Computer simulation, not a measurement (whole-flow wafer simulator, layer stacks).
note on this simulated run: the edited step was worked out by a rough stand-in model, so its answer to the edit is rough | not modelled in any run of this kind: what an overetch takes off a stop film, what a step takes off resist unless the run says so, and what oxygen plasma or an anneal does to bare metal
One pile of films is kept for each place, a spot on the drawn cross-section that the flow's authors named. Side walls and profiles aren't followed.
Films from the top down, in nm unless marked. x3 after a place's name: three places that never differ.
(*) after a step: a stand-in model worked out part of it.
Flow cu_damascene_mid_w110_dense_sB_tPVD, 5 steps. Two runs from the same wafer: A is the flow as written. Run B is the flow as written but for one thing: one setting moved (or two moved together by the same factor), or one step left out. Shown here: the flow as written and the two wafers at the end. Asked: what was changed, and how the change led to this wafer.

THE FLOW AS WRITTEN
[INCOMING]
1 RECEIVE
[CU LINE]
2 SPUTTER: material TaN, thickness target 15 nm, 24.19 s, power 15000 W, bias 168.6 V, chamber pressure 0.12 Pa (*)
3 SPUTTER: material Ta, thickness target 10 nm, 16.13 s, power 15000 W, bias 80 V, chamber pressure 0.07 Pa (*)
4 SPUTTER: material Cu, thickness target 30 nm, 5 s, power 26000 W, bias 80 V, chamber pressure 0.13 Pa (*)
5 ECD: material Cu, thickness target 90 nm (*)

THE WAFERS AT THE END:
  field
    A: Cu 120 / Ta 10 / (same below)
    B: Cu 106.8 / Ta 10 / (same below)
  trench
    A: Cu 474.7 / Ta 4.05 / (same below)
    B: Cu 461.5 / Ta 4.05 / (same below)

The cause: step 4, SPUTTER: thickness target 16.8 nm was run, where the flow has thickness target 30 nm; step 4, SPUTTER: 2.805 s was run, where the flow has 5 s.

How the change led to this, step by step:
  4 SPUTTER: material Cu, thickness target 30 nm, 5 s, power 26000 W, bias 80 V, chamber pressure 0.13 Pa (*)
      field: A Cu +30 (new film) | B Cu +16.8 (new film)
      trench: A Cu +12.5 (new film) | B Cu +6.99 (new film)
